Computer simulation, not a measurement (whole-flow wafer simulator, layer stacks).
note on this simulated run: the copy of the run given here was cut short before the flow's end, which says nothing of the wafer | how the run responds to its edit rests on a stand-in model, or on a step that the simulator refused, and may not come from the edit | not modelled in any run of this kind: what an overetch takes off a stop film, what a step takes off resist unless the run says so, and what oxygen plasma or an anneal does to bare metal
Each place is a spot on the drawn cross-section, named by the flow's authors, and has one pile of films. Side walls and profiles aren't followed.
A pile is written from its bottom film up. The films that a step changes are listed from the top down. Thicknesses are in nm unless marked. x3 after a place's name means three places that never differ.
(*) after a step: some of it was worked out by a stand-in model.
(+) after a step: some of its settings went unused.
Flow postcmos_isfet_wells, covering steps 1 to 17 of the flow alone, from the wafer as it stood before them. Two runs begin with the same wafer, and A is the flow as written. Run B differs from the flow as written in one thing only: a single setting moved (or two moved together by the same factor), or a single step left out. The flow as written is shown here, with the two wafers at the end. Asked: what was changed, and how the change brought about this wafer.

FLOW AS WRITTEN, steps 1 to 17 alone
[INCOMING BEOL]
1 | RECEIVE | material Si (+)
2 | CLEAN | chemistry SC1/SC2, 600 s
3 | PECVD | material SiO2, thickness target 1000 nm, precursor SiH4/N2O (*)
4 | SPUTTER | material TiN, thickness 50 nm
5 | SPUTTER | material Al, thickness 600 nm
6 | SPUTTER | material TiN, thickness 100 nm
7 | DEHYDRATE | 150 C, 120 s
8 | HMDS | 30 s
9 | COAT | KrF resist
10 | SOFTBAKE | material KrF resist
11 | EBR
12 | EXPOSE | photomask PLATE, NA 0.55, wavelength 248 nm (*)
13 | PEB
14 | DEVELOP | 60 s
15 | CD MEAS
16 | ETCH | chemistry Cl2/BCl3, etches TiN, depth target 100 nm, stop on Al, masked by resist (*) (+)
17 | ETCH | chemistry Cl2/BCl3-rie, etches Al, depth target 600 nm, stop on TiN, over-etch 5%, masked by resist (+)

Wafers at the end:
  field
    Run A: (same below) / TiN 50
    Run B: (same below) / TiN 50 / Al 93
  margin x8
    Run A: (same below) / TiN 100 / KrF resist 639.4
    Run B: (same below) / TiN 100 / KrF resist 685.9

Cause: step 17, ETCH: depth target 507 nm was run, while the flow as written has depth target 600 nm.

The path from the change to this, step by step:
  17 | ETCH | chemistry Cl2/BCl3-rie, etches Al, depth target 600 nm, stop on TiN, over-etch 5%, masked by resist (+)
      field: A Al loses 600 (all of it) | B Al loses 507
      margin x8: A KrF resist loses 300 | B KrF resist loses 253.5
